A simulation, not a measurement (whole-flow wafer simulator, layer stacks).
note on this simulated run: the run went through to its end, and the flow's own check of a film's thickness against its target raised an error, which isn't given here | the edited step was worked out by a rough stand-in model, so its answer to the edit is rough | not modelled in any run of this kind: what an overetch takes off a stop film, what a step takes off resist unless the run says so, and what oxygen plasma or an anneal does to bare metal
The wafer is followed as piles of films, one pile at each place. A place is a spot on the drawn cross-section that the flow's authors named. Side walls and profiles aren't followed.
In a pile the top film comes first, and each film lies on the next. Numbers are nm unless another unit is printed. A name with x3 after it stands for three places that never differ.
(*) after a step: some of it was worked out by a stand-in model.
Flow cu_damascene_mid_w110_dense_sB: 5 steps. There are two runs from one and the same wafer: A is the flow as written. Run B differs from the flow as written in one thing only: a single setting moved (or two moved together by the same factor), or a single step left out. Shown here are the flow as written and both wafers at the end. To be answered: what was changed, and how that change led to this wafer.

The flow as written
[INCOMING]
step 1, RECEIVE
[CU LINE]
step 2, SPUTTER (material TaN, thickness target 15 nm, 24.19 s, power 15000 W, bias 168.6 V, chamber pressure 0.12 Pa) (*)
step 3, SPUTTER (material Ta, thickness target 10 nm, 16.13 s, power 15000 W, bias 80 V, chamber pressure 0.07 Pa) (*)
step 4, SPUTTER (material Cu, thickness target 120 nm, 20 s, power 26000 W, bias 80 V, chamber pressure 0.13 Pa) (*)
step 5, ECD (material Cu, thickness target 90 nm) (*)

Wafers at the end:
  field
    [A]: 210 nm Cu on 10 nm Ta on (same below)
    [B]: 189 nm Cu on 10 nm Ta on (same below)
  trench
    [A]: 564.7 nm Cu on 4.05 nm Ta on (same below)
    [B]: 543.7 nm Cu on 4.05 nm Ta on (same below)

The reason: step 4, SPUTTER: thickness target 99 nm was run, though the flow has thickness target 120 nm; step 4, SPUTTER: 16.5 s was run, where the flow has 20 s.

The path from the change to this, step by step:
  step 4, SPUTTER (material Cu, thickness target 120 nm, 20 s, power 26000 W, bias 80 V, chamber pressure 0.13 Pa) (*)
      field: A +120 Cu (new film) | B +99 Cu (new film)
      trench: A +49.9 Cu (new film) | B +41.2 Cu (new film)
  step 5, ECD (material Cu, thickness target 90 nm) (*)
      trench: A +514.8 Cu | B +502.5 Cu
